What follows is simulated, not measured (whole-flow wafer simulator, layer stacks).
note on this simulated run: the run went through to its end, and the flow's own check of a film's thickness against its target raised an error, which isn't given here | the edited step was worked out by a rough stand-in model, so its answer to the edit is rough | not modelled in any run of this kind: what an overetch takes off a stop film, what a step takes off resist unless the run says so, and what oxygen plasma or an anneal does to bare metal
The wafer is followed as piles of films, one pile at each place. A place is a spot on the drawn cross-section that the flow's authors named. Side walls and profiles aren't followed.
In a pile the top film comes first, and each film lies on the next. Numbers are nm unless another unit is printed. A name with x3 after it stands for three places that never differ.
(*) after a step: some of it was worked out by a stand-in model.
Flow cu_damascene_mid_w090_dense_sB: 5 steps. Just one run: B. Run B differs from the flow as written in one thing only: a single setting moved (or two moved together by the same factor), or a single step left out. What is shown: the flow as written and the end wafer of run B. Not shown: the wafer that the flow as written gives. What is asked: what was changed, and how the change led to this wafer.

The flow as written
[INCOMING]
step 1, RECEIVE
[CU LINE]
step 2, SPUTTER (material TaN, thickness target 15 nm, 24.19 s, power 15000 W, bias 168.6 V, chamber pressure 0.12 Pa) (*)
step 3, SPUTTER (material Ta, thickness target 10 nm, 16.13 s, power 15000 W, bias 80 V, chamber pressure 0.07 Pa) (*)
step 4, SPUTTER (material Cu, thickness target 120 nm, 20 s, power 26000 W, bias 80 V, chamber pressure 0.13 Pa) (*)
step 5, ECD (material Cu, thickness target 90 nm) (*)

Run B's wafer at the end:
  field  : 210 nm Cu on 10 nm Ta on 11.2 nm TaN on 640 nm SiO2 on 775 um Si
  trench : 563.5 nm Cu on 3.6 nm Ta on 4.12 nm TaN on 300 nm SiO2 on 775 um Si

Cause: step 2, SPUTTER: thickness target 11.2 nm was run, whereas the flow has thickness target 15 nm; step 2, SPUTTER: 18.14 s was run, where the flow has 24.19 s.
The wafer lets one read it off: field has TaN 11.2, and step 2 as written asks for 15 nm.

Step by step, how the change led to this:
  step 2, SPUTTER (material TaN, thickness target 15 nm, 24.19 s, power 15000 W, bias 168.6 V, chamber pressure 0.12 Pa) (*)
      field: TaN gains 11.2 (new film) (in the flow as written it would be: TaN gains 15 (new film))
      trench: TaN gains 4.12 (new film) (in the flow as written it would be: TaN gains 5.51 (new film))
